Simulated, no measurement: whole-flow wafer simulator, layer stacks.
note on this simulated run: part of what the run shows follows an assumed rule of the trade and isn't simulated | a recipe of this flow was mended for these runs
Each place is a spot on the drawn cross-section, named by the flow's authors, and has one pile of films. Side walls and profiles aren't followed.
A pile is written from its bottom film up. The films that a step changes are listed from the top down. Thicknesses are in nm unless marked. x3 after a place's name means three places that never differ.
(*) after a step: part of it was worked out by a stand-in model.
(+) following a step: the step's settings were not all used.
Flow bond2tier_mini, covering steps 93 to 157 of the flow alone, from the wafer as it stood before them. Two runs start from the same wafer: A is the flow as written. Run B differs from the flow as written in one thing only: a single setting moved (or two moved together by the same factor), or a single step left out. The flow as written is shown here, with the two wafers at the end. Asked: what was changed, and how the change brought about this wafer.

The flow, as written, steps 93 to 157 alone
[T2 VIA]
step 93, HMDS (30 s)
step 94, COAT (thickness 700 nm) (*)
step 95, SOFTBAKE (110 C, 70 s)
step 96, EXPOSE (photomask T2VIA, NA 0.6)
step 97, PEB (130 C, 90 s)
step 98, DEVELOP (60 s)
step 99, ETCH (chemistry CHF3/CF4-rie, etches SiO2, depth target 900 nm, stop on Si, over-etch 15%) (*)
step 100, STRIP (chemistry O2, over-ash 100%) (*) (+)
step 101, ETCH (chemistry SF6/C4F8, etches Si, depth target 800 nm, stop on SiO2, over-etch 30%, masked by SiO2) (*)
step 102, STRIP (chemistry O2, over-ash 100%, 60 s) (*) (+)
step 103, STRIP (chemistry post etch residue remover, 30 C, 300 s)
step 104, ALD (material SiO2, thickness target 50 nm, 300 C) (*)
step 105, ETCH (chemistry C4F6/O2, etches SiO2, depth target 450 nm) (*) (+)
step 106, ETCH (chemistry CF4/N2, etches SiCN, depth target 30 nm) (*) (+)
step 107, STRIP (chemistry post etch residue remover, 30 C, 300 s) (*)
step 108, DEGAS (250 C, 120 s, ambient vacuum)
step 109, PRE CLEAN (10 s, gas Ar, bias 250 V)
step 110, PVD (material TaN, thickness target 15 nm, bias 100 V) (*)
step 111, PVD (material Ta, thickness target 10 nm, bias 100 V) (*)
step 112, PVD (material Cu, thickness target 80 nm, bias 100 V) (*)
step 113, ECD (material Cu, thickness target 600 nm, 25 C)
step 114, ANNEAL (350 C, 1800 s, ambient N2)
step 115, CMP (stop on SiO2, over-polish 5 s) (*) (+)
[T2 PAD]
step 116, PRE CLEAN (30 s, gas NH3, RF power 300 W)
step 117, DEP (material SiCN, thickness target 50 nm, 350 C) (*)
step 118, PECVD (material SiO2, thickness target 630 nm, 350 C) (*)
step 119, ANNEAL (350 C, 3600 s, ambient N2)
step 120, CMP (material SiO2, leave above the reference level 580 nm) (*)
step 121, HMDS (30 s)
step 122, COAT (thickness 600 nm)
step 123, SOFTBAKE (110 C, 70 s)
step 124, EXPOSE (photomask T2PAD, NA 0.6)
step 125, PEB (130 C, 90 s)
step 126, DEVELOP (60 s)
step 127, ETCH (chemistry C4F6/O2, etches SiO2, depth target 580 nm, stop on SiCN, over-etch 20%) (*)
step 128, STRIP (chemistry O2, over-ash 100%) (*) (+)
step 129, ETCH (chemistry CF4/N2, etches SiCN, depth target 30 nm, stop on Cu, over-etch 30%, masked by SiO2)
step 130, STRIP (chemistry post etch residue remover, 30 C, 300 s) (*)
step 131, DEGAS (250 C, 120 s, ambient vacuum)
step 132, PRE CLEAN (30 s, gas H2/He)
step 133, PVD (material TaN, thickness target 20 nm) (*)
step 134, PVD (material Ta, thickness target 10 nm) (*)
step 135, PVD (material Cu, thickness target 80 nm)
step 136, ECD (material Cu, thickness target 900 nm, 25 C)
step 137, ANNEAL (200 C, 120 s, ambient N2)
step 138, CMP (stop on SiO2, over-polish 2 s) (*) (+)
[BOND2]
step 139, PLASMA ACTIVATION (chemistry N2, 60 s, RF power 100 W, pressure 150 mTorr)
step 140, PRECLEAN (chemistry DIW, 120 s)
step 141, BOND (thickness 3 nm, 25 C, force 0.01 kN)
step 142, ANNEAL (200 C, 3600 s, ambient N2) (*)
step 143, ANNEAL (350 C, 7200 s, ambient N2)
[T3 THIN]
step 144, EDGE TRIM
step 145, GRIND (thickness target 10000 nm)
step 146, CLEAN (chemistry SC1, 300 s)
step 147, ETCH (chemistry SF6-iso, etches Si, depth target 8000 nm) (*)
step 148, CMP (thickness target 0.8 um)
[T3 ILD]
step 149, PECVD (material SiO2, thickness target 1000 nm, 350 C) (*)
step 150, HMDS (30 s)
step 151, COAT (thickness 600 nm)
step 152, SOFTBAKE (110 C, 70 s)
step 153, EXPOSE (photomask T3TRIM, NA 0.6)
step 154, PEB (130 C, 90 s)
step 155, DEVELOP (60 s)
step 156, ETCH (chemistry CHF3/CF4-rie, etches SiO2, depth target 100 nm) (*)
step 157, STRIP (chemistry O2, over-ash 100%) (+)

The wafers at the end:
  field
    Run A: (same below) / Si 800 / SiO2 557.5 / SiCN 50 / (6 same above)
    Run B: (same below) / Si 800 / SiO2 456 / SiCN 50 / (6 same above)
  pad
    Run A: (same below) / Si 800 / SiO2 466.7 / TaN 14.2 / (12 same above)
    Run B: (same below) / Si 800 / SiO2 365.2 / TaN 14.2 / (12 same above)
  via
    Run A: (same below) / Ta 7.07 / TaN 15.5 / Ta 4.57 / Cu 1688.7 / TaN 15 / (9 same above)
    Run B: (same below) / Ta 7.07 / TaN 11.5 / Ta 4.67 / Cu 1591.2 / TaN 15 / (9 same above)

What caused this: step 105, ETCH: depth target 551.5 nm was run, while the flow as written has depth target 450 nm.

The path from the change to this, step by step:
  step 105, ETCH (chemistry C4F6/O2, etches SiO2, depth target 450 nm) (*) (+)
      field, pad: A SiO2 loses 450 | B SiO2 loses 551.5
      via: A SiO2 loses 348.1 (all of it), SiCN loses 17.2 | B SiO2 loses 348.1 (all of it), SiCN loses 34.3
  step 106, ETCH (chemistry CF4/N2, etches SiCN, depth target 30 nm) (*) (+)
      via: A SiCN loses 17.6 (all of it), TaN loses 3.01 | B SiCN loses 0.53 (all of it), TaN loses 7.19
  step 112, PVD (material Cu, thickness target 80 nm, bias 100 V) (*)
      via: A Cu gains 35 (new film) | B Cu gains 35.8 (new film)
  step 113, ECD (material Cu, thickness target 600 nm, 25 C)
      via: A Cu gains 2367 | B Cu gains 2268.6
